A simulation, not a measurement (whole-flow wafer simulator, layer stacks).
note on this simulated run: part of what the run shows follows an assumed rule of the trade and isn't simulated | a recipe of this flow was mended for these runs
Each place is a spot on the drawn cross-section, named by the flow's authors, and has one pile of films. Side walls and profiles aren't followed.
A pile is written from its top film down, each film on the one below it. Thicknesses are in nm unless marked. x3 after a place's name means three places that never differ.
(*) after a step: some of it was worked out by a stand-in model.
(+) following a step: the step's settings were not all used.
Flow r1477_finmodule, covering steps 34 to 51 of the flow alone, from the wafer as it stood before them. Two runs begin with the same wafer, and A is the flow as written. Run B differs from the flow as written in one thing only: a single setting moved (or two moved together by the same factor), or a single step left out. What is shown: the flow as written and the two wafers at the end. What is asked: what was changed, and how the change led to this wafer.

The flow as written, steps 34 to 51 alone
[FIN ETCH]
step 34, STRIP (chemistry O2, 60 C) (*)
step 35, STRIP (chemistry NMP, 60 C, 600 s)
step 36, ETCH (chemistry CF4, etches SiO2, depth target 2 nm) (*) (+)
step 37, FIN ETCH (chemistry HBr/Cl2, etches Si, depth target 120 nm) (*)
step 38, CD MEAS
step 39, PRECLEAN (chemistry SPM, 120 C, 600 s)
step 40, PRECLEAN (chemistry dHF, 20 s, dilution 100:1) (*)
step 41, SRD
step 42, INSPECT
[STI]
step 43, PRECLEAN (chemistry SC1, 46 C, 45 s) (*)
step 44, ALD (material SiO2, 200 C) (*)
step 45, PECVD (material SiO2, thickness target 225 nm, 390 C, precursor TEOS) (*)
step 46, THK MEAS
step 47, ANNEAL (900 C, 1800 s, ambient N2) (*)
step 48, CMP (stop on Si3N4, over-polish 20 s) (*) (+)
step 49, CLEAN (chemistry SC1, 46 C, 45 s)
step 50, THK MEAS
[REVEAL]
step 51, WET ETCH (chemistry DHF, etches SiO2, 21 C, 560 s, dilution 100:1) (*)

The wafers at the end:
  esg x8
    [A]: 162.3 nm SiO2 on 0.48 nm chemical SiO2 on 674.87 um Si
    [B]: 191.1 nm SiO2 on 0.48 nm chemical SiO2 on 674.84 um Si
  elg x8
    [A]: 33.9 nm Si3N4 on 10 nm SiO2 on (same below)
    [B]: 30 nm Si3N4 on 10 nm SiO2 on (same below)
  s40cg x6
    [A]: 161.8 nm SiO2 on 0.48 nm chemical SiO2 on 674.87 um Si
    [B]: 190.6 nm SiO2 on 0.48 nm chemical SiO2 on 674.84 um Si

What caused this: step 37, FIN ETCH: depth target 148.8 nm was run, whereas the flow has depth target 120 nm.

The path from the change to this, step by step:
  step 37, FIN ETCH (chemistry HBr/Cl2, etches Si, depth target 120 nm) (*)
      pad x2, esg x8, s40cg x6, s40sg x6: A Si loses 120 | B Si loses 148.8
      elg x8: A Si3N4 loses 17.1 | B Si3N4 loses 21.3
      (also at 6 further places)
  step 44, ALD (material SiO2, 200 C) (*)
      esg x8: A SiO2 gains 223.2 (new film) | B SiO2 gains 247.9 (new film)
      s40cg x6: A SiO2 gains 263.2 (new film) | B SiO2 gains 289.8 (new film)
      (also at 6 further places)
  step 48, CMP (stop on Si3N4, over-polish 20 s) (*) (+)
      pad x2: A SiO2 loses 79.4 | B SiO2 loses 50.6
  step 51, WET ETCH (chemistry DHF, etches SiO2, 21 C, 560 s, dilution 100:1) (*)
      elg x8: A SiO2 loses 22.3 (all of it), Si3N4 loses 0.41 | B SiO2 loses 26.4 (all of it), Si3N4 loses 0.2
